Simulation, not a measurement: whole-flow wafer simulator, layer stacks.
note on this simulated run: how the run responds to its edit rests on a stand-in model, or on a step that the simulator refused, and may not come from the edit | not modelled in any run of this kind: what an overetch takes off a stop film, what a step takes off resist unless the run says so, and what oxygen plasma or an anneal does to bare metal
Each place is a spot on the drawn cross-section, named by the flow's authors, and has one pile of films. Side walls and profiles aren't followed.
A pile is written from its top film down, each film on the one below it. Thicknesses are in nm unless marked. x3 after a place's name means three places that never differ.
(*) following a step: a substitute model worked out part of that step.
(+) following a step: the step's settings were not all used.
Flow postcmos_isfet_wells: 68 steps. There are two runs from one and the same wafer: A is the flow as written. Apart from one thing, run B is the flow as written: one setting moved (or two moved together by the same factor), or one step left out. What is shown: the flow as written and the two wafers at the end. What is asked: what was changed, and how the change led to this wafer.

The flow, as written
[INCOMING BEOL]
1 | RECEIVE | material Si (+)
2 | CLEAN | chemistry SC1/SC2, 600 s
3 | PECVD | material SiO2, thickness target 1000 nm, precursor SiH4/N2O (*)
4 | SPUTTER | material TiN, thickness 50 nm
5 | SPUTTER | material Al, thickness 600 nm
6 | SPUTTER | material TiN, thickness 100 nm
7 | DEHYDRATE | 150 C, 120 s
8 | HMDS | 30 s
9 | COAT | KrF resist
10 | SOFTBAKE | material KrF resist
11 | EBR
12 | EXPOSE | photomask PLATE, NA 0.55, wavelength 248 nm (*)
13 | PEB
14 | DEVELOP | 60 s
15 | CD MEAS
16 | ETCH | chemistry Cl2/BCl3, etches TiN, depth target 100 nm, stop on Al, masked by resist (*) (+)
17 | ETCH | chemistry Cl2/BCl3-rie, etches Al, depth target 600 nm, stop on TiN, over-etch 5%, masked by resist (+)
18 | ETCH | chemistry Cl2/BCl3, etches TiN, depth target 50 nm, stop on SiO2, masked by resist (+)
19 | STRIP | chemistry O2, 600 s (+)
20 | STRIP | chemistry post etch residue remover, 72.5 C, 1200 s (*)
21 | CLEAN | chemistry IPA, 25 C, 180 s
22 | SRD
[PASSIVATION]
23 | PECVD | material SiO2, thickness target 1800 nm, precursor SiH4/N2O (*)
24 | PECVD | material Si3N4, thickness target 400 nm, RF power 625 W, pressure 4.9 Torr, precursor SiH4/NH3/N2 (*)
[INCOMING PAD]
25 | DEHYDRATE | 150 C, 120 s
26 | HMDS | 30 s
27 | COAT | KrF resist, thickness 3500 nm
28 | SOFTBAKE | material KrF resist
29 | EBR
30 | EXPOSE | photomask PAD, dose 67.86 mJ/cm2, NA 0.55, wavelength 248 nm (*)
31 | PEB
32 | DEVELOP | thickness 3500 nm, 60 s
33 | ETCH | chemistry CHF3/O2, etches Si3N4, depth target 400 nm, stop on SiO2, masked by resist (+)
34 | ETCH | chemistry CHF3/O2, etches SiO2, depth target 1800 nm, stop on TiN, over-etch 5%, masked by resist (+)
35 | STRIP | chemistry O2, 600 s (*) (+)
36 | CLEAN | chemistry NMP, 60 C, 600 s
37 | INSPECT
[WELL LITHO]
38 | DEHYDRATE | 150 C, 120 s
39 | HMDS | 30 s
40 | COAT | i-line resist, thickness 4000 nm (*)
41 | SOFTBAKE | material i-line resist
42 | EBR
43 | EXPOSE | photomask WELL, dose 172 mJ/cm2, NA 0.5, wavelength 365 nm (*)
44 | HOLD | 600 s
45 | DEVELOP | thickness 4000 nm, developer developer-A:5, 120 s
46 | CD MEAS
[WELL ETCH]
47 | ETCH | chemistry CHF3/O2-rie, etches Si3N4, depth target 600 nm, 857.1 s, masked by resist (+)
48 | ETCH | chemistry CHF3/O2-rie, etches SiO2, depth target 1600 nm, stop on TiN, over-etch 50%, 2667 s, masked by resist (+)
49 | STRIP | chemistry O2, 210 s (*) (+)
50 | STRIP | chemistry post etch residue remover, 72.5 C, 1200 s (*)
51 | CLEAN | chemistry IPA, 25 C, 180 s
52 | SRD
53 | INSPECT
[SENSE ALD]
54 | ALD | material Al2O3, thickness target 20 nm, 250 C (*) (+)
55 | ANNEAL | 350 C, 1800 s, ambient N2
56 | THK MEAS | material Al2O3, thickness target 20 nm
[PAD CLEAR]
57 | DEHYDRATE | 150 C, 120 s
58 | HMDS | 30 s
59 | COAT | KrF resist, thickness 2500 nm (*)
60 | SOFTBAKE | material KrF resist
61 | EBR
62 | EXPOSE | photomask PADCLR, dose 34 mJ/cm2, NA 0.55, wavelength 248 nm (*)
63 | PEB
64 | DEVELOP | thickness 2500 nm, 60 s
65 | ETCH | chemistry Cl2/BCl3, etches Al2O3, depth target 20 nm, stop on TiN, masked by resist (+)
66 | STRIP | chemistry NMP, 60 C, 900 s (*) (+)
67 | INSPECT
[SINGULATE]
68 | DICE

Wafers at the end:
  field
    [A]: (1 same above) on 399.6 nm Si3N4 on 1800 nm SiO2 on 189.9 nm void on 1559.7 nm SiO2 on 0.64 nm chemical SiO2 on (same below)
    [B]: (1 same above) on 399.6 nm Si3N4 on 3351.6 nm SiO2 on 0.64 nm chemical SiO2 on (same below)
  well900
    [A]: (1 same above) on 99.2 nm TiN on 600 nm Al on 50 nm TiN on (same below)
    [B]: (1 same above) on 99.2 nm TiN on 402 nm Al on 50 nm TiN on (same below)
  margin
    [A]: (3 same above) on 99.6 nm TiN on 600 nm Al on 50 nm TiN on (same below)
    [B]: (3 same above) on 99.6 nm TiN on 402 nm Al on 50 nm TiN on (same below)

Cause: step 5, SPUTTER: thickness 402 nm was run, though the flow has thickness 600 nm.
The wafer itself shows it: well900 has Al 402, and step 5 as written asks for 600 nm.

How this came from the change, step by step:
  5 | SPUTTER | material Al, thickness 600 nm
      field, margin, well900, well1300 x3, pad_rim, pad_clr, pad_open: A +600 Al (new film) | B +402 Al (new film)
  17 | ETCH | chemistry Cl2/BCl3-rie, etches Al, depth target 600 nm, stop on TiN, over-etch 5%, masked by resist (+)
      margin, well900, well1300 x3, pad_rim, pad_clr, pad_open: A -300 KrF resist | B -211 KrF resist
      field: A -600 Al (all of it) | B -402 Al (all of it)
  19 | STRIP | chemistry O2, 600 s (+)
      margin, well900, well1300 x3, pad_rim, pad_clr, pad_open: A -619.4 KrF resist (all of it) | B -708.3 KrF resist (all of it)
  23 | PECVD | material SiO2, thickness target 1800 nm, precursor SiH4/N2O (*)
      field: A +1800 SiO2 (new film), +189.9 void (new film), +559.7 SiO2 | B +2351.6 SiO2
